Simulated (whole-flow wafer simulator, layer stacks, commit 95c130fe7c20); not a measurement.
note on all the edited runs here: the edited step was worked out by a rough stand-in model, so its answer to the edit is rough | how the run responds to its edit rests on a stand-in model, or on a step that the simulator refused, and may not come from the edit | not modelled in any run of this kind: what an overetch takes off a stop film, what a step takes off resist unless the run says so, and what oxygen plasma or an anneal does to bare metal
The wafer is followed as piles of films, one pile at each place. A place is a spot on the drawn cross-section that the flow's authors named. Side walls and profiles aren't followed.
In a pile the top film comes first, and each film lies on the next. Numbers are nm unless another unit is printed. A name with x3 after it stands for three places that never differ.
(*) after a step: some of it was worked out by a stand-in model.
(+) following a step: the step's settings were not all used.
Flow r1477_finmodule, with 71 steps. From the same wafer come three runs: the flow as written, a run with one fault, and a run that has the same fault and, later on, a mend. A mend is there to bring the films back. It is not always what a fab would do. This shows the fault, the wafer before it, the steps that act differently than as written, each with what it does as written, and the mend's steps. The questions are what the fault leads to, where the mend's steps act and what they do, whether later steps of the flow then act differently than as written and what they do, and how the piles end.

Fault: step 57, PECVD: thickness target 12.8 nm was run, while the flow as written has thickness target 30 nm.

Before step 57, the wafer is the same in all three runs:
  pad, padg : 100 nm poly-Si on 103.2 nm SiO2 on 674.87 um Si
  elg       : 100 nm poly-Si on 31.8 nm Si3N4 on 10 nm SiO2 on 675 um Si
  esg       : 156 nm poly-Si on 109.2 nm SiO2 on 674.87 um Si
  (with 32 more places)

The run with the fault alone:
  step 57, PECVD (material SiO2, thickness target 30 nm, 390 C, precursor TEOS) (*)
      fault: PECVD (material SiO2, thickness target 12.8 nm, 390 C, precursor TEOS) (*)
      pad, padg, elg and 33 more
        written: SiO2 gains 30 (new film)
        fault: SiO2 gains 12.8 (new film)
  Steps later in the flow that act otherwise than as written (3 other steps are not shown; they differ only slightly, by no more than 2% or 0.5 nm, whichever is larger):
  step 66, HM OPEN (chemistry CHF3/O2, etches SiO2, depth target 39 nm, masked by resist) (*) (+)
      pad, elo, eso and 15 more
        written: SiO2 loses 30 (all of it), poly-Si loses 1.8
        fault: SiO2 loses 12.8 (all of it), poly-Si loses 1.28
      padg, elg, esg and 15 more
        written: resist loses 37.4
        fault: resist loses 18.4
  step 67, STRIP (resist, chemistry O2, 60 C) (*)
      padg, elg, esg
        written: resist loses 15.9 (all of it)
        fault: resist loses 34.9 (all of it)
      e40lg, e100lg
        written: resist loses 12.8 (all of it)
        fault: resist loses 31.7 (all of it)
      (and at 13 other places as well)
  By the end, the piles at padg, elg, esg and 15 more depart from the flow's by more than 2% or 0.5 nm, whichever is larger.
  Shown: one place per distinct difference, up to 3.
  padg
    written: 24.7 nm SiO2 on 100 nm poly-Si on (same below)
    fault: 7.5 nm SiO2 on 100 nm poly-Si on (same below)
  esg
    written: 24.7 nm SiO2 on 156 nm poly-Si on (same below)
    fault: 7.5 nm SiO2 on 156 nm poly-Si on (same below)
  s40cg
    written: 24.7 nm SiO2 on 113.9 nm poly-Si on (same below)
    fault: 7.5 nm SiO2 on 113.9 nm poly-Si on (same below)

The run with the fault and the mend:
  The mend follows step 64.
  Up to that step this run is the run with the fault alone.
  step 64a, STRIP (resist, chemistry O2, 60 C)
      padg, elg, esg
        resist loses 70 (all of it)
      e40lg, e100lg, e200lg
        resist loses 66.9 (all of it)
      s40sg, s45sg
        resist loses 91 (all of it)
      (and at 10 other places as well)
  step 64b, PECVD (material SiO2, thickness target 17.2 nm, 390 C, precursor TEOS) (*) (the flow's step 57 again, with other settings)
      pad, padg, elg and 33 more
        SiO2 gains 17.2
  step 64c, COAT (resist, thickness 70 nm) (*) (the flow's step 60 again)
      e40lg, e100lg, e200lg, elo, e40lo, e100lo, e200lo
        resist gains 66.9 (new film)
      pad, padg, elg, esg
        resist gains 70 (new film)
      s40sg, s45sg, s40so, s45so
        resist gains 91 (new film)
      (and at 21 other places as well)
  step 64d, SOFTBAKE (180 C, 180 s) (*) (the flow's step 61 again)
      does not change any film at any place that is followed
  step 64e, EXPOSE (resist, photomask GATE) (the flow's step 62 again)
      does not change any film at any place that is followed
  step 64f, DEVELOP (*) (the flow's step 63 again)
      elo, e40lo, e100lo, e200lo
        resist loses 66.9 (all of it)
      eso, e40so
        resist loses 129.5 (all of it)
      s40so, s45so
        resist loses 91 (all of it)
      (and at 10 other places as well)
  Later steps of the flow that are run all act as written at every place that is followed.
  At every place that both follow, the piles at the end match the flow's.
